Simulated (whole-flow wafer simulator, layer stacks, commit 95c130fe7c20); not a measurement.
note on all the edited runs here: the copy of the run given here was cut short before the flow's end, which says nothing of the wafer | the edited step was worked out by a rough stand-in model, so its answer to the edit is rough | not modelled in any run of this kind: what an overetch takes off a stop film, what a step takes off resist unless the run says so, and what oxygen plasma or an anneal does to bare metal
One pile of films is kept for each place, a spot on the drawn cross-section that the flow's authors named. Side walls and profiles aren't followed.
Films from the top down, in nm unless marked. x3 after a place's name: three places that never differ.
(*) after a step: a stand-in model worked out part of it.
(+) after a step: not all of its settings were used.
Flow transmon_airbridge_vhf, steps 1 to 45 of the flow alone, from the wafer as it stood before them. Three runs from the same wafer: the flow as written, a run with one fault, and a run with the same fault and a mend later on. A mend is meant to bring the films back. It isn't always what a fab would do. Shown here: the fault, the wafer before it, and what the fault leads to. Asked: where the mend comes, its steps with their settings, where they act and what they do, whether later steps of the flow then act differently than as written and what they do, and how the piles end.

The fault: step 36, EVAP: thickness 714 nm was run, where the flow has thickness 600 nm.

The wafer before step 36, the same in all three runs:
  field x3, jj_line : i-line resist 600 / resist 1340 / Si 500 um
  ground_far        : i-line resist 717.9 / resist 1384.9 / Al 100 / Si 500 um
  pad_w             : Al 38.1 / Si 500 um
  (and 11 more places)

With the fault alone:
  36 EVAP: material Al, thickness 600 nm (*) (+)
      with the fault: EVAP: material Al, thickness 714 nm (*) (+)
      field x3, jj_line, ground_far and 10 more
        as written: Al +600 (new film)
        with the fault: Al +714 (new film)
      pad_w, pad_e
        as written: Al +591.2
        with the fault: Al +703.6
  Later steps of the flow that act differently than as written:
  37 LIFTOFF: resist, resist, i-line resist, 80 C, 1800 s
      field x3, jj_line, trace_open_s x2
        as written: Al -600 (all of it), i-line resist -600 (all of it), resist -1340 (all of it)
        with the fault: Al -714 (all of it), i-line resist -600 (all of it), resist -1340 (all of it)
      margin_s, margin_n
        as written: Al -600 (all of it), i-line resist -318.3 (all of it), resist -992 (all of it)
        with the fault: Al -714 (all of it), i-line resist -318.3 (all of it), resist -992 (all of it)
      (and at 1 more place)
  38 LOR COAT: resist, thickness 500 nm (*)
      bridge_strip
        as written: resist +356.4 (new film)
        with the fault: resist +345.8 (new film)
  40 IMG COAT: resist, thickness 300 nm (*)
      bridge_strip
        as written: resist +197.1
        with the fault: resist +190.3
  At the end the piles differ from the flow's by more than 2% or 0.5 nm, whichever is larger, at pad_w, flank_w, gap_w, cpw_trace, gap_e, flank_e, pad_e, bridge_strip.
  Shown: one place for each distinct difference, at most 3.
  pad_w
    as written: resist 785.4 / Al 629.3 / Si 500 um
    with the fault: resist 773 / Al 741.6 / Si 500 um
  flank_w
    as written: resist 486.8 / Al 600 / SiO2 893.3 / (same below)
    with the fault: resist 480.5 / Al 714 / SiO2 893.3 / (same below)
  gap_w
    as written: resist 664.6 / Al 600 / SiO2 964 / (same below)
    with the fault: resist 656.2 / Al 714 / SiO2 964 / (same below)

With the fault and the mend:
  The mend comes after step 36.
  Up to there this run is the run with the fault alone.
  36a METAL ETCH: etches Al, depth 114 nm (the flow's step 11 once more, with other settings)
      field x3, jj_line, ground_far and 12 more
        Al -114
  No later step of the flow acts differently than as written, at any place that is followed, by more than 2% or 0.5 nm, whichever is larger.
  At the end the piles differ from the flow's only slightly at the places that both follow, by at most 2% or 0.5 nm, whichever is larger.
